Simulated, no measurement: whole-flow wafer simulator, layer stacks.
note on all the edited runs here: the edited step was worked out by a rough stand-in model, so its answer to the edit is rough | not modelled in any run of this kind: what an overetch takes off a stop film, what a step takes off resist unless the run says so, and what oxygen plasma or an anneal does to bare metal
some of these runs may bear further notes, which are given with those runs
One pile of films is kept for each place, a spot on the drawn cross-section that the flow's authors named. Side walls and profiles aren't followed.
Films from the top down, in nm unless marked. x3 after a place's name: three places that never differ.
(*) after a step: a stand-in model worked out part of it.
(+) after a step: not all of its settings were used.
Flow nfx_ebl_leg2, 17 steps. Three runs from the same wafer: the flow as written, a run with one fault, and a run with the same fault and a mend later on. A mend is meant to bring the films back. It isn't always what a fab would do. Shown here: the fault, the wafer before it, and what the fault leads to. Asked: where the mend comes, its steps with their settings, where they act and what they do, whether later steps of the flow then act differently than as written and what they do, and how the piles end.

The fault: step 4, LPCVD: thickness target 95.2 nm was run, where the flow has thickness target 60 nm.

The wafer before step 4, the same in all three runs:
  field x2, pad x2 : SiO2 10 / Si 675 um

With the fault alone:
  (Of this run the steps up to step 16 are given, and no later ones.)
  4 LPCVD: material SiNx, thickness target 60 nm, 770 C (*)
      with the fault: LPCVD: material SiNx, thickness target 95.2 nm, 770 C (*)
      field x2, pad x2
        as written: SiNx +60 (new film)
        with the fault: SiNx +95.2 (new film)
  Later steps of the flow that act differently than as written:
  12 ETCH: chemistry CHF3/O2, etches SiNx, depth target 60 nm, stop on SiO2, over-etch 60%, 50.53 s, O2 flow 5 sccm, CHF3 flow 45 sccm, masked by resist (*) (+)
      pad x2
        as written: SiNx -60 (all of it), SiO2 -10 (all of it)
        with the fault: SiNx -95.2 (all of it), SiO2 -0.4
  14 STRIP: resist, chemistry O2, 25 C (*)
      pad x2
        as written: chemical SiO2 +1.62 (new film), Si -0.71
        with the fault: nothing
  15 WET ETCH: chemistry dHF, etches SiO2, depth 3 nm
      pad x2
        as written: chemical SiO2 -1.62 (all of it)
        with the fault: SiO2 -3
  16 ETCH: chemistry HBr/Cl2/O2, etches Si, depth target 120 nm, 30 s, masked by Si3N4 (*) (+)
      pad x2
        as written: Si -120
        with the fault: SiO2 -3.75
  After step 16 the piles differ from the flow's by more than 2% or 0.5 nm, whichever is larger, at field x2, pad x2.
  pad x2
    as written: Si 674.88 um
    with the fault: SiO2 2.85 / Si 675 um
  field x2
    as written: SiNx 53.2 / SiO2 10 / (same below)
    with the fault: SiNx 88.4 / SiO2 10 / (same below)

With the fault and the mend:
  The mend comes after step 5.
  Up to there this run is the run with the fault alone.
  5a ETCH: chemistry h3po4, depth target 109.5 nm
      field x2, pad x2
        SiNx -95.2 (all of it)
  5b CLEAN: chemistry SC1/SC2 (the flow's step 2 once more)
      changes no film at any place that is followed
  5c LPCVD: material SiNx, thickness target 60 nm, 770 C (*) (the flow's step 4 once more)
      field x2, pad x2
        SiNx +60 (new film)
  No later step of the flow acts differently than as written at any place that is followed.
  At the end the piles are the same as the flow's at every place that both follow.
